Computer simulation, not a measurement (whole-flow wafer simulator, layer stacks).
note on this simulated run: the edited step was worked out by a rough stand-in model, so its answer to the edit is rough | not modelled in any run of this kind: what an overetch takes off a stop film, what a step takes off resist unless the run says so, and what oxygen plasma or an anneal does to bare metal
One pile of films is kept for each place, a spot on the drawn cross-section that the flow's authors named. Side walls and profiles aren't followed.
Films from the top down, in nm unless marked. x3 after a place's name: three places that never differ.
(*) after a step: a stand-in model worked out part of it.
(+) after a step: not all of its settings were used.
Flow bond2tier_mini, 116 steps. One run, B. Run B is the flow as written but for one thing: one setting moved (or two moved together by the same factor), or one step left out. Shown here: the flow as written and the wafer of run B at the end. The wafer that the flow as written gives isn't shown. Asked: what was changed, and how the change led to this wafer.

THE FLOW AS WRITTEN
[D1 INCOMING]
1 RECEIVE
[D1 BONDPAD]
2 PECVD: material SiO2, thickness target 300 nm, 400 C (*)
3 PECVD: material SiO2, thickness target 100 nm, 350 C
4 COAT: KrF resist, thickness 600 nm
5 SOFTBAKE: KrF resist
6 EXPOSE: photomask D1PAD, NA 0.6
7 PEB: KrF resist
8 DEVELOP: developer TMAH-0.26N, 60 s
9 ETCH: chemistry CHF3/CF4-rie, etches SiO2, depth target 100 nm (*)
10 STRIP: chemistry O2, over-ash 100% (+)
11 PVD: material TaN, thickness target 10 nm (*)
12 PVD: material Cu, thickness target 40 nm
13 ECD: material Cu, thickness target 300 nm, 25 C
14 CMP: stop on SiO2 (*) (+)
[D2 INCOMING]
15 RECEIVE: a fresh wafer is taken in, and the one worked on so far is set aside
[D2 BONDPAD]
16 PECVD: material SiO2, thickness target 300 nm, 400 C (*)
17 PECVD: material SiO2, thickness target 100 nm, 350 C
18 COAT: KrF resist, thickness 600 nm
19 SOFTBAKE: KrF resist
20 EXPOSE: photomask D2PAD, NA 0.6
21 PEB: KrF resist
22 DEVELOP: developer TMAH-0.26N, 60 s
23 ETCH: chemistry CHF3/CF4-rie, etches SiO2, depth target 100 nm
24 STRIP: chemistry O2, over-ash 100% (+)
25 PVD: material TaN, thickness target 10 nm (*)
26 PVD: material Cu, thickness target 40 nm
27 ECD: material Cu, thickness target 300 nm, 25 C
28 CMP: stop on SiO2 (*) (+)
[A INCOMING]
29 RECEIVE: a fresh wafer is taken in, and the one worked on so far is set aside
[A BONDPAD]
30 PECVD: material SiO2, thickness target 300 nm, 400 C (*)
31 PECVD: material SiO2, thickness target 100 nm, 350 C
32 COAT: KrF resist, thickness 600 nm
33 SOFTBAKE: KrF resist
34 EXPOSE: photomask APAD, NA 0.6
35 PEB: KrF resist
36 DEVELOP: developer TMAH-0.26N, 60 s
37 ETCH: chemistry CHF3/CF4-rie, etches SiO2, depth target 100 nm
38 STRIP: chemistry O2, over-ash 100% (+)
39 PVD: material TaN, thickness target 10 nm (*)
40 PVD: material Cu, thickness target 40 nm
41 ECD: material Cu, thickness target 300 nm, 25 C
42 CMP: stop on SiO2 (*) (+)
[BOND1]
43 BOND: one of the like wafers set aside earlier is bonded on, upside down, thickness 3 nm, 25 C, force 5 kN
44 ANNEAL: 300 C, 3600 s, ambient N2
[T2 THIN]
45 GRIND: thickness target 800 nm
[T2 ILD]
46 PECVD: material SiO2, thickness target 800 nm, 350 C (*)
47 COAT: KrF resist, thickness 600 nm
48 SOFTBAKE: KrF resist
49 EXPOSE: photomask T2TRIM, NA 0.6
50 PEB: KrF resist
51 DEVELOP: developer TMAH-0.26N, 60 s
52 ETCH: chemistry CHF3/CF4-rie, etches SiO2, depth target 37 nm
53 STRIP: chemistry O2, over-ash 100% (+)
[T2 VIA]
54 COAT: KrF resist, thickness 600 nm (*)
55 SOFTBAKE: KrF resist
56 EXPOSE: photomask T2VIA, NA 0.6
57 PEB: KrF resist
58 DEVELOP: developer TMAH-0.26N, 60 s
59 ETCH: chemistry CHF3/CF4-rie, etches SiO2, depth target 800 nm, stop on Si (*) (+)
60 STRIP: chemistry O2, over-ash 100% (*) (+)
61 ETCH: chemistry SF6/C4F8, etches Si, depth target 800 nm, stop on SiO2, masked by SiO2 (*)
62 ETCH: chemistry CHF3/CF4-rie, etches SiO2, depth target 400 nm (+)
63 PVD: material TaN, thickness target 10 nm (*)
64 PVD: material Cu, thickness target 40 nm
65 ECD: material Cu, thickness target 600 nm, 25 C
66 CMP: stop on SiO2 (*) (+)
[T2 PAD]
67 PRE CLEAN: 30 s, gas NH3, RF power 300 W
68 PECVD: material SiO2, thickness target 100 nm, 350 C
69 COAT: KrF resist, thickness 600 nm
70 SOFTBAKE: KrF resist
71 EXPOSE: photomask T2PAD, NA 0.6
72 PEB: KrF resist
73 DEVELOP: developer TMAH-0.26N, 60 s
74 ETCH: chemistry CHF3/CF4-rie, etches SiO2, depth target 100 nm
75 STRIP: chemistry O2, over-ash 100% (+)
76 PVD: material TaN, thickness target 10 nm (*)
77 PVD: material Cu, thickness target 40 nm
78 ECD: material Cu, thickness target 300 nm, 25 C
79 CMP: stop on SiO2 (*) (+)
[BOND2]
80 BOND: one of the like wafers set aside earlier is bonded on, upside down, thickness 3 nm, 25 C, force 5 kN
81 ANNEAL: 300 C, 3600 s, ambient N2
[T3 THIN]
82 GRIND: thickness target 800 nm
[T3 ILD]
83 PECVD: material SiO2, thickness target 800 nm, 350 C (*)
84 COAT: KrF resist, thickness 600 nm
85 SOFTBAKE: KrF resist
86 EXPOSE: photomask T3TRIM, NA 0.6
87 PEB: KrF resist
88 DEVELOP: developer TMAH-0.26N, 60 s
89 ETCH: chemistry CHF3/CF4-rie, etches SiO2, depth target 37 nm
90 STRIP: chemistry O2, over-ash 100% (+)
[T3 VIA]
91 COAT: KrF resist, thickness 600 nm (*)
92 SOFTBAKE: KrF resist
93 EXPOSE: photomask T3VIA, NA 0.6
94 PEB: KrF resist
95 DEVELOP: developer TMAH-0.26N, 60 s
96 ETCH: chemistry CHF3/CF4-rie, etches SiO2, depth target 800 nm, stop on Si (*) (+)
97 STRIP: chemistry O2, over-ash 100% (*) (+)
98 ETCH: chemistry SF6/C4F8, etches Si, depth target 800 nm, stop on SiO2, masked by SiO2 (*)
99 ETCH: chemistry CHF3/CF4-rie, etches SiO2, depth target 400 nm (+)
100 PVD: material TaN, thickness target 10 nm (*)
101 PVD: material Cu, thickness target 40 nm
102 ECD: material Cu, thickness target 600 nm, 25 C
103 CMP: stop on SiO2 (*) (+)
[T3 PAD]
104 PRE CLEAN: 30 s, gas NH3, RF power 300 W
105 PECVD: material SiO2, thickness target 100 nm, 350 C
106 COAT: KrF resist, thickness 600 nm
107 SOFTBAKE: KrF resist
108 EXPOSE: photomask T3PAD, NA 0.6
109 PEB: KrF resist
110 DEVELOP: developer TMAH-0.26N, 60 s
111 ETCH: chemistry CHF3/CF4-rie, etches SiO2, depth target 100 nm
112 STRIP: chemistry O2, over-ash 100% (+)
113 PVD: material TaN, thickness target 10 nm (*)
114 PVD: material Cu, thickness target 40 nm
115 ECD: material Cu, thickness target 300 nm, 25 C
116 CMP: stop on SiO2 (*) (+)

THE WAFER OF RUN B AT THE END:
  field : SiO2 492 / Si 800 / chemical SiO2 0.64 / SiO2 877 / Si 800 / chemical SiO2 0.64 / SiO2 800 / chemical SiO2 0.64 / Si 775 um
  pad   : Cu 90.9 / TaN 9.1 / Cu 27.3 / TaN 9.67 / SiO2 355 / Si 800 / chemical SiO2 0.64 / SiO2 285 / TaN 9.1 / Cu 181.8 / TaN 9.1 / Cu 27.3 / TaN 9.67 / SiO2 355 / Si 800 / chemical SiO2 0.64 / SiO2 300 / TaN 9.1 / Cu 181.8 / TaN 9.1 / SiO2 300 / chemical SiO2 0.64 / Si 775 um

The cause: step 16, PECVD: thickness target 285 nm was run, where the flow has thickness target 300 nm.
It can be read off the wafer: pad has SiO2 285, and step 16 as written asks for 300 nm.

How the change led to this, step by step:
  16 PECVD: material SiO2, thickness target 300 nm, 400 C (*)
      field, pad, via: SiO2 +285 (new film) (as written it would be: SiO2 +300 (new film))
  80 BOND: one of the like wafers set aside earlier is bonded on, upside down, thickness 3 nm, 25 C, force 5 kN
      field: Si +775 um (new film), chemical SiO2 +0.64 (new film), SiO2 +385 (as written it would be: Si +775 um (new film), chemical SiO2 +0.64 (new film), SiO2 +400)
      pad: Si +775 um (new film), chemical SiO2 +0.64 (new film), SiO2 +285 (new film), TaN +9.1 (new film), Cu +90.9 (as written it would be: Si +775 um (new film), chemical SiO2 +0.64 (new film), SiO2 +300 (new film), TaN +9.1 (new film), Cu +90.9)
